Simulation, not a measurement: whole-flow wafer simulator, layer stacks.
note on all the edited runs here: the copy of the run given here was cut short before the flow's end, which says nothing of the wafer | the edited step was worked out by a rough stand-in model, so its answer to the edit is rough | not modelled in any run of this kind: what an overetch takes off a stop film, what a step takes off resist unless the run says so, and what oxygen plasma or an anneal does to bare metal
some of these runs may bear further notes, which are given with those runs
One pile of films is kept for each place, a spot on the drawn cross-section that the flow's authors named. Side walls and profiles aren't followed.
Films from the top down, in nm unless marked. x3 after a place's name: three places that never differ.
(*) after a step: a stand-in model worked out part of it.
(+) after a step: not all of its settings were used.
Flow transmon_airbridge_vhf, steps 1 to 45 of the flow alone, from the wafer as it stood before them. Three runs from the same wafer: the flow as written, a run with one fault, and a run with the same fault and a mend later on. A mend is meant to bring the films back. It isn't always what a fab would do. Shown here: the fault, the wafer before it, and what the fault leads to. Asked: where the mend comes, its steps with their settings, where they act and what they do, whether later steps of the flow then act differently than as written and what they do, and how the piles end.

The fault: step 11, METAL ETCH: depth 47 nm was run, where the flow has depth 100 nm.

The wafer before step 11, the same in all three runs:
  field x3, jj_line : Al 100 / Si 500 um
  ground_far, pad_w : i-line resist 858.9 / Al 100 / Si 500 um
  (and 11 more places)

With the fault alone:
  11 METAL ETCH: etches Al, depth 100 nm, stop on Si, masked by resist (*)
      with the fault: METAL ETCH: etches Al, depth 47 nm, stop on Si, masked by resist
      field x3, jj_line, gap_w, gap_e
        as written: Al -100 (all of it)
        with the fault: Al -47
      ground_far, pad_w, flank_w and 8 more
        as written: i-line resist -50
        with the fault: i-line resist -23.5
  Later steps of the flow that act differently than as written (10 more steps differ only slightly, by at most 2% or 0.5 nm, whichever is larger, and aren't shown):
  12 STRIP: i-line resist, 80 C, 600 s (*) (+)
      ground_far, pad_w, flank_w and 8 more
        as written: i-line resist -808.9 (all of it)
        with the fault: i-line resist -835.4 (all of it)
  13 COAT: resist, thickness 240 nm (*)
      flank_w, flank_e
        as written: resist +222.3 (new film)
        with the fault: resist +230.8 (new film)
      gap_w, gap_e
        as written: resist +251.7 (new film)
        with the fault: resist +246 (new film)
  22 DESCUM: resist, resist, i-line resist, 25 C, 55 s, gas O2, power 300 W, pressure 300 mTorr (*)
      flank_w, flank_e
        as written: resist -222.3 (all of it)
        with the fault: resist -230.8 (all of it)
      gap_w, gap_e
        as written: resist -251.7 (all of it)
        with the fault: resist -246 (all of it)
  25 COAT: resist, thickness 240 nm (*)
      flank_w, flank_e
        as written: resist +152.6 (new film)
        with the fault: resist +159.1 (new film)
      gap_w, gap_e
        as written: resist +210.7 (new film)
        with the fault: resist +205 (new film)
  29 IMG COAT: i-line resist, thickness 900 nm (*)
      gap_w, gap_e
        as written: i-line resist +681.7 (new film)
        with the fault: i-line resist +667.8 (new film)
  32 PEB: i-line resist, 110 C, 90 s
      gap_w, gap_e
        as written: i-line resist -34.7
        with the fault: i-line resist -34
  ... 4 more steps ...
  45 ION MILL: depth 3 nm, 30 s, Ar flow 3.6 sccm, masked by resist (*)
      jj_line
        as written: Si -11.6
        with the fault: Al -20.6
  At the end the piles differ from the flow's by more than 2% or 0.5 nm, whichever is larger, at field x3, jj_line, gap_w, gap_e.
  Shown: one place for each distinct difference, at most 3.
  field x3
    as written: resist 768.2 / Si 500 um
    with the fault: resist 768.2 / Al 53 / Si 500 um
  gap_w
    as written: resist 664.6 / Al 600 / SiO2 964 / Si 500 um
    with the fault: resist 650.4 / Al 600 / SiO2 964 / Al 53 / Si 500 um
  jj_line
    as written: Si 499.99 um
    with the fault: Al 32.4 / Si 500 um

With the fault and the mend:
  The mend comes after step 11.
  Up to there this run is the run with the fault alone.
  11a METAL ETCH: etches Al, depth 53 nm, stop on Si, masked by resist (*) (the flow's step 11 once more, with other settings)
      ground_far, pad_w, flank_w and 8 more
        i-line resist -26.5
      field x3, jj_line, gap_w, gap_e
        Al -53 (all of it)
  No later step of the flow acts differently than as written at any place that is followed.
  At the end the piles are the same as the flow's at every place that both follow.
